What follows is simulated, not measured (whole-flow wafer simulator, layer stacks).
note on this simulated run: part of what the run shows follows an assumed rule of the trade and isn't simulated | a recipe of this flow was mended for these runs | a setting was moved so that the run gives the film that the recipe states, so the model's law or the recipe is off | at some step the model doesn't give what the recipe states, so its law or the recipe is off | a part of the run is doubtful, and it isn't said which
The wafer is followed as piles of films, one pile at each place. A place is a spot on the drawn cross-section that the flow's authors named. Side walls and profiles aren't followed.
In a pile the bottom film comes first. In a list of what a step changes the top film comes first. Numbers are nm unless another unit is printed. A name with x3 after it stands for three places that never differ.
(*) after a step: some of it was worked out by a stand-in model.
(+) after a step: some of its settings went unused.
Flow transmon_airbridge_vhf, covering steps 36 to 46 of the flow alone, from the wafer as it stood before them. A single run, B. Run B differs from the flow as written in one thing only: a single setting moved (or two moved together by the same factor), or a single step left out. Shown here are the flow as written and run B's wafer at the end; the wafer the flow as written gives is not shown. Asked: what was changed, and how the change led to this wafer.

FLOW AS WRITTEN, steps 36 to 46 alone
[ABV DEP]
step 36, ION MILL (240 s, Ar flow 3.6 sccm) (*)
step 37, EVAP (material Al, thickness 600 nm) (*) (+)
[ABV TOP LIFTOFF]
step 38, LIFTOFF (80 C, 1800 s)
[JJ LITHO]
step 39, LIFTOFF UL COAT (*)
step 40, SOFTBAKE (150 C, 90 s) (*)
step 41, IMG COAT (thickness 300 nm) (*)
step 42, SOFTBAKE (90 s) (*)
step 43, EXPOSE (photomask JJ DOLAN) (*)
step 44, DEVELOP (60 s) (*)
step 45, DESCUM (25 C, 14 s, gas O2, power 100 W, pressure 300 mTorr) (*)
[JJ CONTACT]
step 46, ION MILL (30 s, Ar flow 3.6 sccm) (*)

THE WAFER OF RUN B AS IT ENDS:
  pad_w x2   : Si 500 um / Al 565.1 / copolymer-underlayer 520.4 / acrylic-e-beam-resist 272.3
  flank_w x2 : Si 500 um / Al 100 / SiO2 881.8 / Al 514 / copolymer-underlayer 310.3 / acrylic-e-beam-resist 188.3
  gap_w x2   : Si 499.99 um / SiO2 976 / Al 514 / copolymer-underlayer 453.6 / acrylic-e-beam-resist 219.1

The reason: step 37, EVAP: thickness 514 nm was run, whereas the flow has thickness 600 nm.
One can read it off the wafer: flank_w x2 has Al 514, and step 37 as written asks for 600 nm.

The path from the change to this, step by step:
  step 37, EVAP (material Al, thickness 600 nm) (*) (+)
      field x3, jj_line, ground_far and 10 more: +514 Al (new film) (it would be, as written: +600 Al (new film))
      pad_w x2: +506.4 Al (it would be, as written: +591.1 Al)
  step 38, LIFTOFF (80 C, 1800 s)
      field x3, jj_line, trace_open_s x2: -514 Al (all of it), -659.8 i-line-resist (all of it), -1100 lift-off-underlayer (all of it), -240 acrylic-e-beam-resist (all of it) (it would be, as written: -600 Al (all of it), -659.8 i-line-resist (all of it), -1100 lift-off-underlayer (all of it), -240 acrylic-e-beam-resist (all of it))
      margin_s, margin_n: -514 Al (all of it), -378.2 i-line-resist (all of it), -823.4 lift-off-underlayer (all of it), -168.6 acrylic-e-beam-resist (all of it) (it would be, as written: -600 Al (all of it), -378.2 i-line-resist (all of it), -823.4 lift-off-underlayer (all of it), -168.6 acrylic-e-beam-resist (all of it))
      (and at 1 other place as well)
  step 39, LIFTOFF UL COAT (*)
      bridge_strip: +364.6 copolymer-underlayer (new film) (it would be, as written: +355.1 copolymer-underlayer (new film))
  step 41, IMG COAT (thickness 300 nm) (*)
      bridge_strip: +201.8 acrylic-e-beam-resist (new film) (it would be, as written: +196.8 acrylic-e-beam-resist (new film))
